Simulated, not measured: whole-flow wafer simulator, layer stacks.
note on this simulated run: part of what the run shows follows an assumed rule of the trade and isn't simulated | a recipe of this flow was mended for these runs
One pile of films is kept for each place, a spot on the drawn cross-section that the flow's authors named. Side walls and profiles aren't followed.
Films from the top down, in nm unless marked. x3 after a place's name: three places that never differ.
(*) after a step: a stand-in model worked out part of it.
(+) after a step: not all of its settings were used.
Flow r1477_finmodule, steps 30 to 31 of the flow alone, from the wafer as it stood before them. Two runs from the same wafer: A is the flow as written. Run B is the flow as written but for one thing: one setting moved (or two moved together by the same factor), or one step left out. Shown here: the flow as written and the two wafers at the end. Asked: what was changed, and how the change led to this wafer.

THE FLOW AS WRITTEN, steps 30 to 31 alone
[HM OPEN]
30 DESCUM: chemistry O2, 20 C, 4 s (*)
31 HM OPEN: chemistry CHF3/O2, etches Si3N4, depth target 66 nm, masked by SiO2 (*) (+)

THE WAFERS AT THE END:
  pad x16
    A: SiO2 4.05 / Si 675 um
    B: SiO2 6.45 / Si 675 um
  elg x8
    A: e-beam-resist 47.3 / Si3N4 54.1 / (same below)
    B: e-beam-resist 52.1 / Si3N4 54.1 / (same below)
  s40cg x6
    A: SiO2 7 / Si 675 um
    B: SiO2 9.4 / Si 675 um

The cause: step 31, HM OPEN: depth target 61.2 nm was run, where the flow has depth target 66 nm.

How the change led to this, step by step:
  31 HM OPEN: chemistry CHF3/O2, etches Si3N4, depth target 66 nm, masked by SiO2 (*) (+)
      pad x16: A Si3N4 -54.1 (all of it), SiO2 -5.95 | B Si3N4 -54.1 (all of it), SiO2 -3.55
      elg x8: A e-beam-resist -66 | B e-beam-resist -61.2
      (and at 12 more places)
